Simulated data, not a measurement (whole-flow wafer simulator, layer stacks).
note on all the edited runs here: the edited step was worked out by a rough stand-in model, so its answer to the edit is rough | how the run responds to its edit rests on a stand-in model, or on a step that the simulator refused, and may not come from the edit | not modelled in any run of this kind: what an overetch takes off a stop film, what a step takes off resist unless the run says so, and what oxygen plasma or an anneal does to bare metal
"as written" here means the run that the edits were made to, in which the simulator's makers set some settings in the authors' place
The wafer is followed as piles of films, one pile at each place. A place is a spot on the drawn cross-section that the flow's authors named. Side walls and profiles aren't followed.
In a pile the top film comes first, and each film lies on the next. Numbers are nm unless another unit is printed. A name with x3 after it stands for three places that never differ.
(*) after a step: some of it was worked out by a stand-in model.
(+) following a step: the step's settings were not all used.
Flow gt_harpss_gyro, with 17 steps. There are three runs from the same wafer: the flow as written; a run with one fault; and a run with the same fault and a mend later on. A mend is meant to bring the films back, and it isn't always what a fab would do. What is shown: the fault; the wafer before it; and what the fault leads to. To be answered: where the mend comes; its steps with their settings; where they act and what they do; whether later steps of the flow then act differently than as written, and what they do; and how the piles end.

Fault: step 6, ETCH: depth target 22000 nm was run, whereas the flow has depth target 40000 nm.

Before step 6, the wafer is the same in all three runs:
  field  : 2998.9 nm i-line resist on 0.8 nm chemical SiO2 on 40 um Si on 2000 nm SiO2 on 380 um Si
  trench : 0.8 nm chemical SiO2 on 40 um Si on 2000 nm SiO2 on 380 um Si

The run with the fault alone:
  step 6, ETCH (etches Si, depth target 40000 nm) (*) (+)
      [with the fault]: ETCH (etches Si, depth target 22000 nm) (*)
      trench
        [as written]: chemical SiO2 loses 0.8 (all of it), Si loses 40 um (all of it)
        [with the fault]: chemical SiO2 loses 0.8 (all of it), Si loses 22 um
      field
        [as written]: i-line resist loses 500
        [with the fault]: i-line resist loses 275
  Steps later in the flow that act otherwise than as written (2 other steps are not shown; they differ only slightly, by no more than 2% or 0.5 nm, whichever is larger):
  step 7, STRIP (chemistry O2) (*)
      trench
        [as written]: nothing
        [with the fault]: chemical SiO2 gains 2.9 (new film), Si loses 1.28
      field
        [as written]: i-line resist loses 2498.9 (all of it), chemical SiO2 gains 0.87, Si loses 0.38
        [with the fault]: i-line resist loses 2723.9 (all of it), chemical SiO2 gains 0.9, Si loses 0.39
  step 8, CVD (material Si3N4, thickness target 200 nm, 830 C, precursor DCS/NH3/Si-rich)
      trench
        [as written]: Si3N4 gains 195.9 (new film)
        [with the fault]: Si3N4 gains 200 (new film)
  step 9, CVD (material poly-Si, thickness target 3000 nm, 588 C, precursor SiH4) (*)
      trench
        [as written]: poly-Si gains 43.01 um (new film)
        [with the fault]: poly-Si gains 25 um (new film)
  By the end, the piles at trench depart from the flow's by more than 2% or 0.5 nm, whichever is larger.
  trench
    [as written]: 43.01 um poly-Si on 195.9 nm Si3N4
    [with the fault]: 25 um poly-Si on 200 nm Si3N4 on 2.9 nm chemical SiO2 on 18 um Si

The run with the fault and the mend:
  The mend stands after step 6.
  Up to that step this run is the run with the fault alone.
  step 6a, ETCH (etches Si, depth target 18000 nm) (*) (+) (the flow's step 6 again, with other settings)
      field
        i-line resist loses 225
      trench
        Si loses 18 um (all of it)
  Later steps of the flow that are run all act as written at every place that is followed.
  The piles end the same as the flow's at every place that both follow.
